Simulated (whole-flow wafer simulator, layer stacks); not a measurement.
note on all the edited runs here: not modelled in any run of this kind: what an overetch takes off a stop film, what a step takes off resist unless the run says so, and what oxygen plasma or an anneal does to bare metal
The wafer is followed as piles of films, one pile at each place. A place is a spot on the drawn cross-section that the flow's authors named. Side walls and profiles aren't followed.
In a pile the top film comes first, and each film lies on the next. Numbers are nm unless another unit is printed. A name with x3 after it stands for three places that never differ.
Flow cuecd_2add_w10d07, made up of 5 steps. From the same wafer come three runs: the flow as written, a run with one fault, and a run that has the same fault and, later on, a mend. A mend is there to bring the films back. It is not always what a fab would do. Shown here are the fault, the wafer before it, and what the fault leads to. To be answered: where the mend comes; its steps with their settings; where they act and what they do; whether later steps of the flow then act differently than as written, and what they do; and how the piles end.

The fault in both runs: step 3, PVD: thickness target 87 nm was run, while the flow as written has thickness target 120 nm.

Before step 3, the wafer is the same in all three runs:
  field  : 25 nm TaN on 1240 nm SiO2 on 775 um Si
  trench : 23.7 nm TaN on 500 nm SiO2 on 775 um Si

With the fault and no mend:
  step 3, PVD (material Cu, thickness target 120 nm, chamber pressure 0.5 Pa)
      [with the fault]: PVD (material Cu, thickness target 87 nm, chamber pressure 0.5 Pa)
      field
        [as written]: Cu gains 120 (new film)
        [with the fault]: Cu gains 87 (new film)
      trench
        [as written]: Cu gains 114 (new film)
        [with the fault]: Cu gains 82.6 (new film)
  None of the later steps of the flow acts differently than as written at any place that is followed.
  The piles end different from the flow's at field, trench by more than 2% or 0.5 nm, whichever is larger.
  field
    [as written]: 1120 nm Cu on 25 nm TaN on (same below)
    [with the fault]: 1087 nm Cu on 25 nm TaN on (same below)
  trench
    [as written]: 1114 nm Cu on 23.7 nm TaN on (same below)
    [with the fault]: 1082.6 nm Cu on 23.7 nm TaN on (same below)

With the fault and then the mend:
  The mend stands after step 3.
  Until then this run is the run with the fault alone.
  step 3a, PVD (material Cu, thickness target 33 nm, chamber pressure 0.5 Pa) (the flow's step 3, run once more with other settings)
      field
        Cu gains 33
      trench
        Cu gains 31.3
  None of the later steps of the flow acts differently than as written at any place that is followed.
  The piles end only slightly different from the flow's at the places that both follow, by no more than 2% or 0.5 nm, whichever is larger.
